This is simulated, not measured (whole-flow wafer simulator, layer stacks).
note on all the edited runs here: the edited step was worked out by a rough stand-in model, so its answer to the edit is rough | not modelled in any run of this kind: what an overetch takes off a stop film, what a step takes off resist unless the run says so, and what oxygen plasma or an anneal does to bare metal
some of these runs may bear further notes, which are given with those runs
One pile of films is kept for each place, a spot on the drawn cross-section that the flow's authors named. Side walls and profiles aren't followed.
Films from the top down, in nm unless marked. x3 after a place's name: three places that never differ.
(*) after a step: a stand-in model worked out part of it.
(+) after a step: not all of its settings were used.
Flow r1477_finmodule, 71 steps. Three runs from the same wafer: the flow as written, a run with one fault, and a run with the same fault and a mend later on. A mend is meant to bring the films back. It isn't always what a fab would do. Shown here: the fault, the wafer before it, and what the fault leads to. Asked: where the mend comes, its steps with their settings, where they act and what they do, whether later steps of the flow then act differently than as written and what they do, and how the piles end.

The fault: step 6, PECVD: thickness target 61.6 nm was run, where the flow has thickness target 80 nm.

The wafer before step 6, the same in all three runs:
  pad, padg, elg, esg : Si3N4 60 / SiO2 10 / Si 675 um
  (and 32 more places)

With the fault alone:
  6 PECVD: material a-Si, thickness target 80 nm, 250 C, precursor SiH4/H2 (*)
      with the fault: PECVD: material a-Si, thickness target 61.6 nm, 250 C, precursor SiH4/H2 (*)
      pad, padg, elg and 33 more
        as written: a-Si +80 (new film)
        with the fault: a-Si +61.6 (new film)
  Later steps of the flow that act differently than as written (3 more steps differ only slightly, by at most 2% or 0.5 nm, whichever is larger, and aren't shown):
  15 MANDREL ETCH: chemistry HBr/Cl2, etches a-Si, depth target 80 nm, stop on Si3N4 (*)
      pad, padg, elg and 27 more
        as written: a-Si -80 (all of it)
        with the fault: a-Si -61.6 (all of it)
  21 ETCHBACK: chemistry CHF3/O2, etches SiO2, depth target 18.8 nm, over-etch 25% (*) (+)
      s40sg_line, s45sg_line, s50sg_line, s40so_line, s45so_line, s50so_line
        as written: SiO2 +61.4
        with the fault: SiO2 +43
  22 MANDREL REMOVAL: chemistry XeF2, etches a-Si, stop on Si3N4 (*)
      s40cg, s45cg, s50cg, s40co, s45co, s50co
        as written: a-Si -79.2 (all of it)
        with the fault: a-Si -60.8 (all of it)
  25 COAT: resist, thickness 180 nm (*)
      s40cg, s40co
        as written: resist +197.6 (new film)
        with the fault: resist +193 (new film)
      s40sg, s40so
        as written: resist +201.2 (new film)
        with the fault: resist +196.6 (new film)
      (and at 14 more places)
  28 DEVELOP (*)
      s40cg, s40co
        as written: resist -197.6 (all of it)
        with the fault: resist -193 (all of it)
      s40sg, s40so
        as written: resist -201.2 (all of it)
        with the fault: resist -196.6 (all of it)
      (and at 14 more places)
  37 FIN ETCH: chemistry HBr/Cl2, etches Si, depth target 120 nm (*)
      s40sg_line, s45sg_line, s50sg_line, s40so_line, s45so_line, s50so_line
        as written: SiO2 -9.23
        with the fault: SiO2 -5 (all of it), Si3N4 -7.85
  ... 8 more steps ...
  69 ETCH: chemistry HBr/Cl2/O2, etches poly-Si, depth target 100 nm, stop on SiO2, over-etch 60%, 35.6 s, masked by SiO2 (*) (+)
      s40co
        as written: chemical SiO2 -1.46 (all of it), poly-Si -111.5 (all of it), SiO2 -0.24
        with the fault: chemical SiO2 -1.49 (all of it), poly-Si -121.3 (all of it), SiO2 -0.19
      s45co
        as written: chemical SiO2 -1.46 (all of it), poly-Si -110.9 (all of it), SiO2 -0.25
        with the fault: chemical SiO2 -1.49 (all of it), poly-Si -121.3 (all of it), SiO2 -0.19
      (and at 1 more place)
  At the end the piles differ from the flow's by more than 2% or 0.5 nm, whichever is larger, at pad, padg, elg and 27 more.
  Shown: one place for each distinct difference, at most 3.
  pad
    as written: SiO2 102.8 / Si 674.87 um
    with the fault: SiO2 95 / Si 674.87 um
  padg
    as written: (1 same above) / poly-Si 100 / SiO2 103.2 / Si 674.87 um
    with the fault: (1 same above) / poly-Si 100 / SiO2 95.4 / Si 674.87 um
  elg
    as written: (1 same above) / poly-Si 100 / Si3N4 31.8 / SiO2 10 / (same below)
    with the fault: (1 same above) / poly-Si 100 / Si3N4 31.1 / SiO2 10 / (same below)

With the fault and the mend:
  The mend comes after step 7.
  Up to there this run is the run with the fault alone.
  7a PECVD: material a-Si, thickness target 18.4 nm, 250 C, precursor SiH4/H2 (*) (the flow's step 6 once more, with other settings)
      pad, padg, elg and 33 more
        a-Si +18.4
  No later step of the flow acts differently than as written at any place that is followed.
  At the end the piles are the same as the flow's at every place that both follow.
